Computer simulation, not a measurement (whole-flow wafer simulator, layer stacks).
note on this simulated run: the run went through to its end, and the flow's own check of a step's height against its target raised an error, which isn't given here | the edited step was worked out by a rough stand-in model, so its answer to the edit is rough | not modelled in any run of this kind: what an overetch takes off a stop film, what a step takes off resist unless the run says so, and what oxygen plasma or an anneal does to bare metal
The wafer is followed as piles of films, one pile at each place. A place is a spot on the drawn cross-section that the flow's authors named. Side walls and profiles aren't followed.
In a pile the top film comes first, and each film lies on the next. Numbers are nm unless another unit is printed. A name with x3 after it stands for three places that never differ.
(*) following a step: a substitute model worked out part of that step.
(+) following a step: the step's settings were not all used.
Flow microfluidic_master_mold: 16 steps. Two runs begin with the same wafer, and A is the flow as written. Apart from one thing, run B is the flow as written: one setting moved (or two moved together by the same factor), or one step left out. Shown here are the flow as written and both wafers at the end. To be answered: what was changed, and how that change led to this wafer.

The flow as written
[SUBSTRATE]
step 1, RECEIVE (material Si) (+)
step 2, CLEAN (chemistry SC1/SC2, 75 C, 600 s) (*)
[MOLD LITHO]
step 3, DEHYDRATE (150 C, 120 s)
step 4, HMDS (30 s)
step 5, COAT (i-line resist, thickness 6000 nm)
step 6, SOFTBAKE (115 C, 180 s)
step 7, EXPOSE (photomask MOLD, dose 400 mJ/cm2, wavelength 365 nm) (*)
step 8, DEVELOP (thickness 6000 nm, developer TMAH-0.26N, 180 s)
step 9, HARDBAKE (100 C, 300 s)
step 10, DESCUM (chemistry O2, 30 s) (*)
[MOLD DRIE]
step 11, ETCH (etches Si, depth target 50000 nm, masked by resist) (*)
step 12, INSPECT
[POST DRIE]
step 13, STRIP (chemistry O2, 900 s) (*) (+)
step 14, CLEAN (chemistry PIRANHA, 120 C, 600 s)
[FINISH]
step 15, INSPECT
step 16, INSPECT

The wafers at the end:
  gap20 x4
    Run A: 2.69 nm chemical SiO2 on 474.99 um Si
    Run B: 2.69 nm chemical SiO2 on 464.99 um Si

The reason: step 11, ETCH: depth target 60000 nm was run, though the flow has depth target 50000 nm.

The path from the change to this, step by step:
  step 11, ETCH (etches Si, depth target 50000 nm, masked by resist) (*)
      gap20 x4: A -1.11 chemical SiO2 (all of it), -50 um Si | B -1.11 chemical SiO2 (all of it), -60 um Si
      ridge: A -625 i-line resist | B -750 i-line resist
  step 13, STRIP (chemistry O2, 900 s) (*) (+)
      ridge: A -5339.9 i-line resist (all of it), +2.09 chemical SiO2, -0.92 Si | B -5214.9 i-line resist (all of it), +2.09 chemical SiO2, -0.92 Si
